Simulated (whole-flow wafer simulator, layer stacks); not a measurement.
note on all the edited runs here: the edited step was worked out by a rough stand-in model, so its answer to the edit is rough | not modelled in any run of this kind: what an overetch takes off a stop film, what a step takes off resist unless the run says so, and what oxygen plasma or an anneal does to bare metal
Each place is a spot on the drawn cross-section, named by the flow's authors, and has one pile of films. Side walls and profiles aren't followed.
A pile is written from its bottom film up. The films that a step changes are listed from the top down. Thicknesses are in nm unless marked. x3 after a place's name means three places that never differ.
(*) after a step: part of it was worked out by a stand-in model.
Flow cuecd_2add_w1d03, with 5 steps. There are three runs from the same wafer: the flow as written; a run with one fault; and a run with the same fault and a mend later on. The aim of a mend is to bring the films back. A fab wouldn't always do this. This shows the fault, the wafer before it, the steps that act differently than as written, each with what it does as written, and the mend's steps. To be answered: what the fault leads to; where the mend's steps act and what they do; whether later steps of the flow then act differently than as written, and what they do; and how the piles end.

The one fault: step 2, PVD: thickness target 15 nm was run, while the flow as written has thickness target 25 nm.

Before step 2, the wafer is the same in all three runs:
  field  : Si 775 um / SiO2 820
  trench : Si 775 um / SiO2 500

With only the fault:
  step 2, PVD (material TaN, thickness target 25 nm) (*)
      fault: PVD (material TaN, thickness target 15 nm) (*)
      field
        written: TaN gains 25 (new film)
        fault: TaN gains 15 (new film)
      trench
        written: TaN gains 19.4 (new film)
        fault: TaN gains 11.6 (new film)
  Later steps of the flow that are run all act as written at every place that is followed, up to a difference of at most 2% or 0.5 nm, whichever is larger.
  At field, trench, the piles at the end differ from the flow's by more than 2% or 0.5 nm, whichever is larger.
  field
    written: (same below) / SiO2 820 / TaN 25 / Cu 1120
    fault: (same below) / SiO2 820 / TaN 15 / Cu 1120
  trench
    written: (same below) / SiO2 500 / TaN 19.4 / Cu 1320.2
    fault: (same below) / SiO2 500 / TaN 11.6 / Cu 1317.4

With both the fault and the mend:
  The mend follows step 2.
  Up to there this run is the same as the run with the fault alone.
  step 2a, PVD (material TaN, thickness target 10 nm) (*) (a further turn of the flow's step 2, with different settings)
      field
        TaN gains 10
      trench
        TaN gains 7.69
  Later steps of the flow that are run all act as written at every place that is followed, up to a difference of at most 2% or 0.5 nm, whichever is larger.
  When the end is reached, the piles differ only a little from the flow's at the places that both follow, at most by 2% or 0.5 nm, whichever is larger.
